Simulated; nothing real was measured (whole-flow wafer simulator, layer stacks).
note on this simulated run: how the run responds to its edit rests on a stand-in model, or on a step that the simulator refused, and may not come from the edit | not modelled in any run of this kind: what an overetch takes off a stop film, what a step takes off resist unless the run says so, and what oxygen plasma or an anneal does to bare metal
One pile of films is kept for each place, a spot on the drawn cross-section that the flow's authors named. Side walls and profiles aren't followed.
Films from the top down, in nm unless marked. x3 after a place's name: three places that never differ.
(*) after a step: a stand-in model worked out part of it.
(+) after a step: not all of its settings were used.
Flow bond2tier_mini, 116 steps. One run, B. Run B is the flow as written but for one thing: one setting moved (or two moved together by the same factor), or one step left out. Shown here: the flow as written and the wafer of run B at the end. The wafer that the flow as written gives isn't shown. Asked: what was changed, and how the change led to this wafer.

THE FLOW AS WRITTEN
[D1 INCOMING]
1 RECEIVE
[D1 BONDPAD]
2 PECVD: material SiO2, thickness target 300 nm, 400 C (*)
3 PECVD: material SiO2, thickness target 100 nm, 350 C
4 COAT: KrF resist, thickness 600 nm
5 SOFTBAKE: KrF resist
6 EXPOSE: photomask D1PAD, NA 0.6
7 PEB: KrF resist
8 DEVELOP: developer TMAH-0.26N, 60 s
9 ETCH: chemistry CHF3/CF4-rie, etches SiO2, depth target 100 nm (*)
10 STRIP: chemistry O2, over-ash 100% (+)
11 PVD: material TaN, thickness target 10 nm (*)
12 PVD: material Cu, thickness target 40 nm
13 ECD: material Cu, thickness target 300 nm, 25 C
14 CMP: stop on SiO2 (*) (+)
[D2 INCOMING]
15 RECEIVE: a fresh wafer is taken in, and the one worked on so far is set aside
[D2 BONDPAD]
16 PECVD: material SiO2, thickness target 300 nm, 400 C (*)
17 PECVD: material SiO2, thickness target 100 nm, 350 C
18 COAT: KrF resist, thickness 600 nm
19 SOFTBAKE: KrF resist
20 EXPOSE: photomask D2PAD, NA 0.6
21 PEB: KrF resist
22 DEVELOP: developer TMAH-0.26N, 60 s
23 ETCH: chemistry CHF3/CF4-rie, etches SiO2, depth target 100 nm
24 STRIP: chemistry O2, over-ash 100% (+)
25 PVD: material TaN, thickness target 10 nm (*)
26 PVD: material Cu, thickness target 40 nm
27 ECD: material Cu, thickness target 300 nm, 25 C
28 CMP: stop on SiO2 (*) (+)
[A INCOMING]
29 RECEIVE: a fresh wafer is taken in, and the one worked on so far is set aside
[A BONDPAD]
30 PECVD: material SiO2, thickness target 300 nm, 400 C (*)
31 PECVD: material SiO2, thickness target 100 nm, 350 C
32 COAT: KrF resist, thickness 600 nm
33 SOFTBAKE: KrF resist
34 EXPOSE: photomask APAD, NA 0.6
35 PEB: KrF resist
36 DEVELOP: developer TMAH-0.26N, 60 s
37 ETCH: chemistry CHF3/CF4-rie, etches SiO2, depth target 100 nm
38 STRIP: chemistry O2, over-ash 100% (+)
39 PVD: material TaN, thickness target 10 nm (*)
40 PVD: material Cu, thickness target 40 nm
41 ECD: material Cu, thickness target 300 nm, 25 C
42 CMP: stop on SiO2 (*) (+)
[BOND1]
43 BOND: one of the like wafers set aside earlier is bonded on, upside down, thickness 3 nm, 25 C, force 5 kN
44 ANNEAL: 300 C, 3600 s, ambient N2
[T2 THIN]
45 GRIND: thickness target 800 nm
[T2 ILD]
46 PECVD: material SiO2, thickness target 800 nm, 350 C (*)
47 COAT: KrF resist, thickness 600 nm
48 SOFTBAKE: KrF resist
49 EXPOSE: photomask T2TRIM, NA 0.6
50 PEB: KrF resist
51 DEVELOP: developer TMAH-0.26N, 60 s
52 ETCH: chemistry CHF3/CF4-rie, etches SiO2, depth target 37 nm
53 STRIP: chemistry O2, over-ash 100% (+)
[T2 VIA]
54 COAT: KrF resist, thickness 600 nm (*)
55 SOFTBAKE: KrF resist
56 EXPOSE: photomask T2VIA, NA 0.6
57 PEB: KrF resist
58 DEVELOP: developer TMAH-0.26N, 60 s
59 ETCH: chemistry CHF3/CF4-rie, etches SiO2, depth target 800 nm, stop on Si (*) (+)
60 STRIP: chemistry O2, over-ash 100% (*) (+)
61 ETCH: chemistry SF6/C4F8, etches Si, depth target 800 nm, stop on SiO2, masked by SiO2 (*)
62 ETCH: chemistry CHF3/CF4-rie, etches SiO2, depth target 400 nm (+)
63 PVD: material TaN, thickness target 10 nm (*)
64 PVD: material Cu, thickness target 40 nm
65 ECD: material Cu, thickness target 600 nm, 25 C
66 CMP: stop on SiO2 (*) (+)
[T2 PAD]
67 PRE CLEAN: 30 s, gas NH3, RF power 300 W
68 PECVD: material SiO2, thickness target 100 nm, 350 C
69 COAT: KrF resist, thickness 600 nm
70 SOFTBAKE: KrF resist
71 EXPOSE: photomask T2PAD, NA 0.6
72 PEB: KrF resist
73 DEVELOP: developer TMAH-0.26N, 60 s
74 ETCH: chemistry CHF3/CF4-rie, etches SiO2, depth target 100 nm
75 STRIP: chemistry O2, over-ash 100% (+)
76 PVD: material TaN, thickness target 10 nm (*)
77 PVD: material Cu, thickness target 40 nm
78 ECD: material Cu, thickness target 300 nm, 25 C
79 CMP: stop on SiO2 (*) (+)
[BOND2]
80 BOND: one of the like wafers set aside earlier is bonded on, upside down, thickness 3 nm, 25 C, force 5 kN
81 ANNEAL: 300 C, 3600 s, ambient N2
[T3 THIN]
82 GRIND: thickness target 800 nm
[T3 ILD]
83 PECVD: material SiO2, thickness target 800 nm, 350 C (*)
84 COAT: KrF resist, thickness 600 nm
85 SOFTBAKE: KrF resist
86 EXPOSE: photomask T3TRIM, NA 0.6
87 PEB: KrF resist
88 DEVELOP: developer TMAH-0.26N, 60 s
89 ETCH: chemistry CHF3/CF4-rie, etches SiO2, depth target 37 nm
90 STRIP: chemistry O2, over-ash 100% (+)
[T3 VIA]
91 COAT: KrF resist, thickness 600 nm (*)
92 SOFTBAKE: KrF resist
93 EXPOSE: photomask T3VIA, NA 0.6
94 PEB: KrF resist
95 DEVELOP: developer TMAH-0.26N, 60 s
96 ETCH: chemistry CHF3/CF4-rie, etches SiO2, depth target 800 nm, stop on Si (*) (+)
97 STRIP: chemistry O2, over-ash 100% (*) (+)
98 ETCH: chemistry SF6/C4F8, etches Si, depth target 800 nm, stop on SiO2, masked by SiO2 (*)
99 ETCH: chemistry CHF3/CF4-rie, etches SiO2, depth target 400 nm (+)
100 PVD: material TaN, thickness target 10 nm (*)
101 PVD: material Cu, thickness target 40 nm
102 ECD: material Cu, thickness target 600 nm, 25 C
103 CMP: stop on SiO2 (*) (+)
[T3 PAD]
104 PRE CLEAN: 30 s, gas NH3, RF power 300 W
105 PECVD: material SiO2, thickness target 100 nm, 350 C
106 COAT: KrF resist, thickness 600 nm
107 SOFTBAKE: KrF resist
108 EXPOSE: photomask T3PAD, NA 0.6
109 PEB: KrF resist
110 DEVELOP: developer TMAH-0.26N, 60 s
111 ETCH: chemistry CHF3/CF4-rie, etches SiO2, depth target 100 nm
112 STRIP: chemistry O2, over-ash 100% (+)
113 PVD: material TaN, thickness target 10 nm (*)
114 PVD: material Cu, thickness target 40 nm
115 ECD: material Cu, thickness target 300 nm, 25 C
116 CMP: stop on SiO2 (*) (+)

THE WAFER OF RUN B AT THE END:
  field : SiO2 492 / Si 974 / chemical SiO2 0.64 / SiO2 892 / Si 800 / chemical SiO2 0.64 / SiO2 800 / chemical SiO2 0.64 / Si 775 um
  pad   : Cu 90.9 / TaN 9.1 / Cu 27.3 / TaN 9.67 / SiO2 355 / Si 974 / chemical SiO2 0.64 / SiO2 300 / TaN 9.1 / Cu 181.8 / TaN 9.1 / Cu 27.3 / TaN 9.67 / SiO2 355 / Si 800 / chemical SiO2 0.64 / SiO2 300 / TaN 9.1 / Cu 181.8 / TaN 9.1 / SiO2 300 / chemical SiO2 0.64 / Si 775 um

The cause: step 82, GRIND: thickness target 974 nm was run, where the flow has thickness target 800 nm.
It can be read off the wafer: field has Si 974, and step 82 as written asks for 800 nm.

How the change led to this, step by step:
  82 GRIND: thickness target 800 nm
      field, pad: Si -774.03 um (as written it would be: Si -774.2 um)
